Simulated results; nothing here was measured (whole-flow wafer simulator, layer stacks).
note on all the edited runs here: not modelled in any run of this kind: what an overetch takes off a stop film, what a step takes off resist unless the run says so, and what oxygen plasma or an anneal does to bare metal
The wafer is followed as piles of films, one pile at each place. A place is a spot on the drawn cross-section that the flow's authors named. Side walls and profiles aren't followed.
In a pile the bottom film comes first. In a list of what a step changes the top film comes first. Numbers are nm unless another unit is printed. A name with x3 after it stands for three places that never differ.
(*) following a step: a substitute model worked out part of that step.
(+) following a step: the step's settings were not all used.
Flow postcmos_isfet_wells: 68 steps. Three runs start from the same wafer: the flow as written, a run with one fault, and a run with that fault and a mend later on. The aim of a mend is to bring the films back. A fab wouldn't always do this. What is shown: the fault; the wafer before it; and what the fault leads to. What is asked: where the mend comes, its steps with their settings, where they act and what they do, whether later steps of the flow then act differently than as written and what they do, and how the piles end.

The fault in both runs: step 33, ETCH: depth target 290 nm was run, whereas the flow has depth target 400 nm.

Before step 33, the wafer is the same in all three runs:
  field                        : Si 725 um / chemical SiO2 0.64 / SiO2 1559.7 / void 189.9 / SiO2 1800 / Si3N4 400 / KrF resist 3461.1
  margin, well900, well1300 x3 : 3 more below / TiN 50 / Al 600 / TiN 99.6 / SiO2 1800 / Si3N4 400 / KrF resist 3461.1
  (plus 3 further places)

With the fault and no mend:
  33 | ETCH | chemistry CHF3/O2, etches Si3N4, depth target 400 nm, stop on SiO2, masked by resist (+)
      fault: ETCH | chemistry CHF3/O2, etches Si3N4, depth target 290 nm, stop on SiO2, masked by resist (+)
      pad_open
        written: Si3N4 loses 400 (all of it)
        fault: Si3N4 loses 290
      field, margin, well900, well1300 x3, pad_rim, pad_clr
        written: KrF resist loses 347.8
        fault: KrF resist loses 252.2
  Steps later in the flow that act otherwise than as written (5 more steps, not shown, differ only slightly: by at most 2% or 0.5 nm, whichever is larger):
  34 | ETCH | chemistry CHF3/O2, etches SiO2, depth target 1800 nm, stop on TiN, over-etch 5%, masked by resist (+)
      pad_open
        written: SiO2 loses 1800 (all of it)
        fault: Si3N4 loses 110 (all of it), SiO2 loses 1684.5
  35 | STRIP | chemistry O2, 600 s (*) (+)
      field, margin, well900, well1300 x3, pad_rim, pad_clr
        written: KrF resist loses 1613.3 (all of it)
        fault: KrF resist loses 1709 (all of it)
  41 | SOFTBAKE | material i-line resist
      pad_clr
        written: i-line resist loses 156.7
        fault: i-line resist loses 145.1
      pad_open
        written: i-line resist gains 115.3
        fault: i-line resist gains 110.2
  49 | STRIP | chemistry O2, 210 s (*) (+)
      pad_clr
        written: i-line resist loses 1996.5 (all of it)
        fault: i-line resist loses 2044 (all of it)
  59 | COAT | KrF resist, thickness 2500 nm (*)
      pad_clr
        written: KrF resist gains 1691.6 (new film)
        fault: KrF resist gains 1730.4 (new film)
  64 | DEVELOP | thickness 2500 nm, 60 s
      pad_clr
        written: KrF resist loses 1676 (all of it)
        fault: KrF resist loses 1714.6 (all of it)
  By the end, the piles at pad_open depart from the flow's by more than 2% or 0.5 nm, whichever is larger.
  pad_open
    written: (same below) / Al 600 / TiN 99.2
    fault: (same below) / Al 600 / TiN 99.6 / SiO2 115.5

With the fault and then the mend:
  The mend stands after step 33.
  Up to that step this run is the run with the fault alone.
  33a | ETCH | chemistry CHF3/O2, etches Si3N4, depth target 110 nm, stop on SiO2, masked by resist (a further turn of the flow's step 33, with different settings)
      field, margin, well900, well1300 x3, pad_rim, pad_clr
        KrF resist loses 95.7
      pad_open
        Si3N4 loses 110 (all of it)
  Every later step of the flow that is run acts as written at every place that is followed.
  The piles end the same as the flow's at every place that both follow.
